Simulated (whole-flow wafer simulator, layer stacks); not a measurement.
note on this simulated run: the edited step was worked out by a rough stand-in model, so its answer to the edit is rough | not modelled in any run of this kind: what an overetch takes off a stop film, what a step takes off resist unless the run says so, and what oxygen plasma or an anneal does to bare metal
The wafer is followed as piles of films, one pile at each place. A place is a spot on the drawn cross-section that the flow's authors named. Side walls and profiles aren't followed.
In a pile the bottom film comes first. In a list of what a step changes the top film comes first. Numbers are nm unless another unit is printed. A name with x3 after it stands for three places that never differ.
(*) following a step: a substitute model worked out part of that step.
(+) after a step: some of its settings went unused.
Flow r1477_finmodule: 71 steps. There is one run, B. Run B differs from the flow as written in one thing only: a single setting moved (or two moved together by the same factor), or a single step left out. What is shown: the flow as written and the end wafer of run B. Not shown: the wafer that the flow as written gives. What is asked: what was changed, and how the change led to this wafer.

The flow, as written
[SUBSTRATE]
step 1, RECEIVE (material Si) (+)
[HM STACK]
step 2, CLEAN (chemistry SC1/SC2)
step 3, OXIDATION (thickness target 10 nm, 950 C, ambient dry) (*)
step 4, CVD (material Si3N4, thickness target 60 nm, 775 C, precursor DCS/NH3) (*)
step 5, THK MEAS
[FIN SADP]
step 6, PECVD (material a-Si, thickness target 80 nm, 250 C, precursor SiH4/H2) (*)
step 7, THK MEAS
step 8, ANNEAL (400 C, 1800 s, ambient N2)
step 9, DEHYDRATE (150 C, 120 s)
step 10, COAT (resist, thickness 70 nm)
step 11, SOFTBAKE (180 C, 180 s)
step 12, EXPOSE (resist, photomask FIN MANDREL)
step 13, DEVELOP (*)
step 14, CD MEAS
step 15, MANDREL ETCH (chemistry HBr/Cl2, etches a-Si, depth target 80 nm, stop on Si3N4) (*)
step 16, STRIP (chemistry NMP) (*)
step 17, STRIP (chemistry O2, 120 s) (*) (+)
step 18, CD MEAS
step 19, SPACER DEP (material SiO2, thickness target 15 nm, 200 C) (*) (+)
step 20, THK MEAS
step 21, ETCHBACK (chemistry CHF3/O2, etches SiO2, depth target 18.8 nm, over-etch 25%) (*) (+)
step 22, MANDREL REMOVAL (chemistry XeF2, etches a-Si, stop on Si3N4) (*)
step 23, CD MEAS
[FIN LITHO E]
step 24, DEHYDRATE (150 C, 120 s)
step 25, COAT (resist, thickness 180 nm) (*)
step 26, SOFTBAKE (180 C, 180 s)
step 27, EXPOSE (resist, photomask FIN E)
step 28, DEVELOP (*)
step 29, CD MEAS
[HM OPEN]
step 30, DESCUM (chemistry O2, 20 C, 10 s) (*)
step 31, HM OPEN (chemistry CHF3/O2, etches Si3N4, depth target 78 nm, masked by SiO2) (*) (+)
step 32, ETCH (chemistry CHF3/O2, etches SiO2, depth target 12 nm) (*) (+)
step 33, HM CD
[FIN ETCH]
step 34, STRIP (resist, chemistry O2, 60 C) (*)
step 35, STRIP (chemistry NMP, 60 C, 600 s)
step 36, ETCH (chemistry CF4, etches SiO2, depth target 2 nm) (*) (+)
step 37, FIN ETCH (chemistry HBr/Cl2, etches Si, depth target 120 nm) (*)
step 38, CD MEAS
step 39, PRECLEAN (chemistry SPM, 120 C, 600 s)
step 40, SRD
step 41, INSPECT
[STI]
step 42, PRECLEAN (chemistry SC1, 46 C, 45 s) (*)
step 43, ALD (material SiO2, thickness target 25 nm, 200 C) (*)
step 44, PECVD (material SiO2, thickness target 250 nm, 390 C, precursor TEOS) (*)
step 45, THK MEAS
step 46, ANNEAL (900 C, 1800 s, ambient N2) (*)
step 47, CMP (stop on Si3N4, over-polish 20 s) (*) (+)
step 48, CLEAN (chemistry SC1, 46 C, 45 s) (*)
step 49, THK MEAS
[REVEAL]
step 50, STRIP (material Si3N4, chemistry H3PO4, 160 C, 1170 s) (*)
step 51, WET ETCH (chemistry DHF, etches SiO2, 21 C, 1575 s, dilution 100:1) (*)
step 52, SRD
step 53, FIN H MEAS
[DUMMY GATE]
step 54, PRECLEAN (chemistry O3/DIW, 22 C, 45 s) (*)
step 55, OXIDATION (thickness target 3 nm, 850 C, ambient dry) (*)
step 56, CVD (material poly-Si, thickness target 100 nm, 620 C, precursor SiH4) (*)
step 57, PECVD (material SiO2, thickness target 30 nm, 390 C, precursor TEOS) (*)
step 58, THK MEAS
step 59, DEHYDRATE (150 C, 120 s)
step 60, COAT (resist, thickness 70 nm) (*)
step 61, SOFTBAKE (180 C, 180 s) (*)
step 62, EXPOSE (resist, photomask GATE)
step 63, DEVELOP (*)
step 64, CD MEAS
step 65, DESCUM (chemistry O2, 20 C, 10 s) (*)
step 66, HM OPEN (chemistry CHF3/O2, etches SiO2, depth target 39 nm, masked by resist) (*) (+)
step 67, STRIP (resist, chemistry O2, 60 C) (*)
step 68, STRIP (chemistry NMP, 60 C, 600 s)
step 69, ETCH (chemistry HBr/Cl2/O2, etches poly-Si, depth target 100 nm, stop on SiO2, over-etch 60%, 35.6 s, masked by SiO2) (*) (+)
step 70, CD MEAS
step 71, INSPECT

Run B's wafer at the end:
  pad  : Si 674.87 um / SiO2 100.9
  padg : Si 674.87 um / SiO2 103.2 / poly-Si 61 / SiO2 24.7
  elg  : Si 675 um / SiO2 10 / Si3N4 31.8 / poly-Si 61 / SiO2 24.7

What caused this: step 56, CVD: thickness target 61 nm was run, while the flow as written has thickness target 100 nm.
The wafer lets one read it off: padg has poly-Si 61, and step 56 as written asks for 100 nm.

Step by step, how the change led to this:
  step 56, CVD (material poly-Si, thickness target 100 nm, 620 C, precursor SiH4) (*)
      pad, padg, elg and 26 more: +61 poly-Si (new film) (as written it would have been: +100 poly-Si (new film))
      s40cg, s40co: +73.6 poly-Si (new film) (as written it would have been: +113.9 poly-Si (new film))
      (also at 5 further places)
  step 60, COAT (resist, thickness 70 nm) (*)
      e40lg, e40lo: +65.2 resist (new film) (as written it would have been: +66.9 resist (new film))
      s45cg, s45co: +72.5 resist (new film) (as written it would have been: +71 resist (new film))
      (also at 2 further places)
  step 63, DEVELOP (*)
      e40lo: -65.2 resist (all of it) (as written it would have been: -66.9 resist (all of it))
      s45co: -72.5 resist (all of it) (as written it would have been: -71 resist (all of it))
      (also at 1 further place)
  step 67, STRIP (resist, chemistry O2, 60 C) (*)
      e40lg: -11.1 resist (all of it) (as written it would have been: -12.8 resist (all of it))
      e40sg: -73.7 resist (all of it) (as written it would have been: -75.4 resist (all of it))
      (also at 3 further places)
  step 69, ETCH (chemistry HBr/Cl2/O2, etches poly-Si, depth target 100 nm, stop on SiO2, over-etch 60%, 35.6 s, masked by SiO2) (*) (+)
      pad, eso, e40so and 8 more: -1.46 chemical SiO2 (all of it), -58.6 poly-Si (all of it), -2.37 SiO2 (as written it would have been: -1.46 chemical SiO2 (all of it), -97.6 poly-Si (all of it), -0.42 SiO2)
      elo, e40lo, e100lo, e200lo: -1.46 chemical SiO2 (all of it), -58.6 poly-Si (all of it), -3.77 Si3N4 (as written it would have been: -1.46 chemical SiO2 (all of it), -97.6 poly-Si (all of it), -0.22 Si3N4)
      (also at 3 further places)
